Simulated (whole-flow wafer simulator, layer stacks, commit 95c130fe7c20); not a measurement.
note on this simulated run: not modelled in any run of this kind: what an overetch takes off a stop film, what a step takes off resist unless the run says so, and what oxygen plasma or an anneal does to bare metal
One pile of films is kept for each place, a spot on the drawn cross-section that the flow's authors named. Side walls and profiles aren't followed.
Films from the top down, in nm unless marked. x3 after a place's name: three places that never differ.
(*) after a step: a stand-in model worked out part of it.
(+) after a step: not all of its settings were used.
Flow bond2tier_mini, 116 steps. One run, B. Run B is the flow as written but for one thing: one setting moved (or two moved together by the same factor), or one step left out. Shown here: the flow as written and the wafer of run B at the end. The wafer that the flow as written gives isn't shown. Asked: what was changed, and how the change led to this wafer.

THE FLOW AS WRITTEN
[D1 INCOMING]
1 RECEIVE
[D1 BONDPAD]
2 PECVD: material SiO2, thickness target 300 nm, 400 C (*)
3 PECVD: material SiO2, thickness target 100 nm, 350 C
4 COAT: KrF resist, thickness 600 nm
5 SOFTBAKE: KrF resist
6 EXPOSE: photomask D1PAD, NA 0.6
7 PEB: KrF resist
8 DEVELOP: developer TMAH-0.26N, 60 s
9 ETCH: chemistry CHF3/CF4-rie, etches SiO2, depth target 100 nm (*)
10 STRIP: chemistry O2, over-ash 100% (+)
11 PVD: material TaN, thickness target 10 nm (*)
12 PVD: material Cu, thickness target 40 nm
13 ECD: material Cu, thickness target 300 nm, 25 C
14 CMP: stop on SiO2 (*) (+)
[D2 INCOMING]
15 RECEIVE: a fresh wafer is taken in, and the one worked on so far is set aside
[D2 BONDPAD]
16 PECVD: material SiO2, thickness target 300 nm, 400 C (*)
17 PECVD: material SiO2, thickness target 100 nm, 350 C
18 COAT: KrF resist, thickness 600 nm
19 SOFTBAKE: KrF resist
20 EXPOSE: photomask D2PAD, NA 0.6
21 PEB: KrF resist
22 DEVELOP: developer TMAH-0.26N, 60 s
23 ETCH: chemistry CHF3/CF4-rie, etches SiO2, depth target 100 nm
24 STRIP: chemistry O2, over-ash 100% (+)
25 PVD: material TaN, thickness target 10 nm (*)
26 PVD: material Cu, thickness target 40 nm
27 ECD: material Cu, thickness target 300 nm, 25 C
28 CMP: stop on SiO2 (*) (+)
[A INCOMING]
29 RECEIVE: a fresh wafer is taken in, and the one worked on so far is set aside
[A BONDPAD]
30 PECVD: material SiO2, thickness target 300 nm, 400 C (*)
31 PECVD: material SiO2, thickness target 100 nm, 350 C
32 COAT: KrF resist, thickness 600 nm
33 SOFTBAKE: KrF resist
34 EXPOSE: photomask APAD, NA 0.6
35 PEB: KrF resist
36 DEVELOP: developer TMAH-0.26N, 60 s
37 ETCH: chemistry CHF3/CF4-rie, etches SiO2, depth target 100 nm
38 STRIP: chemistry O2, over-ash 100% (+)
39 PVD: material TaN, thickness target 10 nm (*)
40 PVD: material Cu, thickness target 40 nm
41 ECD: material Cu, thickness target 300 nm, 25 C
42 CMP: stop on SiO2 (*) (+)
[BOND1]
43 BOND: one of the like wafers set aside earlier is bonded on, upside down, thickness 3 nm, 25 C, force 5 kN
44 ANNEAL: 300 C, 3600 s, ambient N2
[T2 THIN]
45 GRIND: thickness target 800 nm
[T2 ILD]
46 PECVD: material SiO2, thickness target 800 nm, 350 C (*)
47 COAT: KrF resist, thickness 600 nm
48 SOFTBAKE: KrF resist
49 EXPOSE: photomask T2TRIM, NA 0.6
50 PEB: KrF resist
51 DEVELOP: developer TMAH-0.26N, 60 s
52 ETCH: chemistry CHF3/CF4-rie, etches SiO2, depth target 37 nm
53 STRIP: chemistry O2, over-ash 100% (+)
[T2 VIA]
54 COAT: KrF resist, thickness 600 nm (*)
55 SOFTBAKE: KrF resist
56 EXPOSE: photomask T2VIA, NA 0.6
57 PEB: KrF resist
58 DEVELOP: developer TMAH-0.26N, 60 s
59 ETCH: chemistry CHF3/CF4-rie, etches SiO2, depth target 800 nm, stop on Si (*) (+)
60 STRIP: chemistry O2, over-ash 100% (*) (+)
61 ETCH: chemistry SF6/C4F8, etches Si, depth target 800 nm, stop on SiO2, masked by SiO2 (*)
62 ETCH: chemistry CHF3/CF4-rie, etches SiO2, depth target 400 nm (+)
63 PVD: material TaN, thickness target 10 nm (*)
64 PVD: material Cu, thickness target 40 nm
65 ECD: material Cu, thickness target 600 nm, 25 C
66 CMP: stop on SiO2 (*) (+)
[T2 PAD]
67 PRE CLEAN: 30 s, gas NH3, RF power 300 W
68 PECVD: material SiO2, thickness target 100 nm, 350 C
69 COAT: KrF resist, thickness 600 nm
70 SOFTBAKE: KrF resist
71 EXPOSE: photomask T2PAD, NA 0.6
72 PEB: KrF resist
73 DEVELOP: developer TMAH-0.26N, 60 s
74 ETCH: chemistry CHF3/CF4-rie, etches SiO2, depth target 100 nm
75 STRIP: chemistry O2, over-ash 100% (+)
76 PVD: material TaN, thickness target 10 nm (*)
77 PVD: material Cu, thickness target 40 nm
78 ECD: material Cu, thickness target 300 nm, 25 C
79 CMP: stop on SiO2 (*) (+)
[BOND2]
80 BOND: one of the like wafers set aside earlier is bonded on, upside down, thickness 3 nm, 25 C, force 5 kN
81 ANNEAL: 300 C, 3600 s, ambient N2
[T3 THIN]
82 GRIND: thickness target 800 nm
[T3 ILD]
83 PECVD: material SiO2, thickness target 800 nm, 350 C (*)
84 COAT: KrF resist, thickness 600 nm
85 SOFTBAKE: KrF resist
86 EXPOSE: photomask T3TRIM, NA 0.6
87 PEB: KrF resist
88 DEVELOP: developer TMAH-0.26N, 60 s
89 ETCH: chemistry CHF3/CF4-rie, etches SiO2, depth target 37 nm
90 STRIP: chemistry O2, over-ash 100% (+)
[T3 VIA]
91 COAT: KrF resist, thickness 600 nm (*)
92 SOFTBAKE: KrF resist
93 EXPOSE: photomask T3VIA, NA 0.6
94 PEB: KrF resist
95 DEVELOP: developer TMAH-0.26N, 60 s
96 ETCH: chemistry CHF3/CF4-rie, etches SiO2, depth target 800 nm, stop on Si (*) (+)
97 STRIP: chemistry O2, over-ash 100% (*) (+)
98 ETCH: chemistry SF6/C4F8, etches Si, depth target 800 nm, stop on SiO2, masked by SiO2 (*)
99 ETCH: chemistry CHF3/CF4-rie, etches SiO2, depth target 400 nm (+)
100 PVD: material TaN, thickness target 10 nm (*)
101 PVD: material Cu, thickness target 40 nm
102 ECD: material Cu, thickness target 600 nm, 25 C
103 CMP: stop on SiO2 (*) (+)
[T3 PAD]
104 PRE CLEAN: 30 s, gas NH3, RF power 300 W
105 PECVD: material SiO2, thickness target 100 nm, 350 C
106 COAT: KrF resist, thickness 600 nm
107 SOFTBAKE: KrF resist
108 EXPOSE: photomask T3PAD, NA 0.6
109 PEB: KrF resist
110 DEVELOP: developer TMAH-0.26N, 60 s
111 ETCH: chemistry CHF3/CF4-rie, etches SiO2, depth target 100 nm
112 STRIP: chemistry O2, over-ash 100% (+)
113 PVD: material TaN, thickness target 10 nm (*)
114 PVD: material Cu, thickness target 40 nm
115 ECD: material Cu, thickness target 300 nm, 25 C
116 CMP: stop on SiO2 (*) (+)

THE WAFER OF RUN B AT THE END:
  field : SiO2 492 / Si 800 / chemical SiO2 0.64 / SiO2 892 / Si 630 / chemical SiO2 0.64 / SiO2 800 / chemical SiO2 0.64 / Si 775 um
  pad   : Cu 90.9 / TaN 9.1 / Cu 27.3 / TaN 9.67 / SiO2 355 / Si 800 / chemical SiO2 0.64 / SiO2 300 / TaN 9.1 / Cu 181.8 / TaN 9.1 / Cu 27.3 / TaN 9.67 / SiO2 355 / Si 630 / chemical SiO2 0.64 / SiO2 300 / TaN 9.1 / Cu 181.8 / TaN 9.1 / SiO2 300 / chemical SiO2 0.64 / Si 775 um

The cause: step 45, GRIND: thickness target 630 nm was run, where the flow has thickness target 800 nm.
It can be read off the wafer: field has Si 630, and step 45 as written asks for 800 nm.

How the change led to this, step by step:
  45 GRIND: thickness target 800 nm
      field, pad, via: Si -774.37 um (as written it would be: Si -774.2 um)
